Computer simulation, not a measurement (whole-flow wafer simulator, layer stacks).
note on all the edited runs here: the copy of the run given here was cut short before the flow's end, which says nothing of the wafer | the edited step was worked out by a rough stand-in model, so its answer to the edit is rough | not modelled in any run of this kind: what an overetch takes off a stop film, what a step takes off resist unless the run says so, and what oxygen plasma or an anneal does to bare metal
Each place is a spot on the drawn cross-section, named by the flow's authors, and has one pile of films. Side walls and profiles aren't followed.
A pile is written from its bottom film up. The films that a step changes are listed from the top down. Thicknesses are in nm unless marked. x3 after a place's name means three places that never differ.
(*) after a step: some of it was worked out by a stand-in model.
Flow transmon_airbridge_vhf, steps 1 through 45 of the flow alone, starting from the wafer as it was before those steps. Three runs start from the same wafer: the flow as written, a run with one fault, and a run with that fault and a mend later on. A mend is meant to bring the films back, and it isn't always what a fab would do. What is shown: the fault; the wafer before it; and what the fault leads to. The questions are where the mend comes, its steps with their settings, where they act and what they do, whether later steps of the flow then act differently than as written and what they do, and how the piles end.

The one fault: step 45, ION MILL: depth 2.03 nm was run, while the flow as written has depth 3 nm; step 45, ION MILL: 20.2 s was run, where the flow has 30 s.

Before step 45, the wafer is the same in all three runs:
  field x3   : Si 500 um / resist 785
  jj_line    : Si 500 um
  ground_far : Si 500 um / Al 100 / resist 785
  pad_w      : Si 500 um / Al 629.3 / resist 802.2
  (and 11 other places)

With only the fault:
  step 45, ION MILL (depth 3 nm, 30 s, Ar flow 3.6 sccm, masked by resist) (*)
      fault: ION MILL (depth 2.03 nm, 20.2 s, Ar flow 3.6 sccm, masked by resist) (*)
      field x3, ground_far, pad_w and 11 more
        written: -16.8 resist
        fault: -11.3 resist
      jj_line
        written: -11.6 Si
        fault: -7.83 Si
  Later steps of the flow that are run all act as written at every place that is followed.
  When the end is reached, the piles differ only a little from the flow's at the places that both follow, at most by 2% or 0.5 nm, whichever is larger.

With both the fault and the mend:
  The mend stands after step 45.
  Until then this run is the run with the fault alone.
  step 45a, ION MILL (depth 0.97 nm, 9.7 s, Ar flow 3.6 sccm, masked by resist) (*) (the flow's step 45, run once more with other settings)
      field x3, ground_far, pad_w and 11 more
        -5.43 resist
      jj_line
        -3.76 Si
  Later steps of the flow that are run all act as written at every place that is followed.
  When the end is reached, the piles differ only a little from the flow's at the places that both follow, at most by 2% or 0.5 nm, whichever is larger.
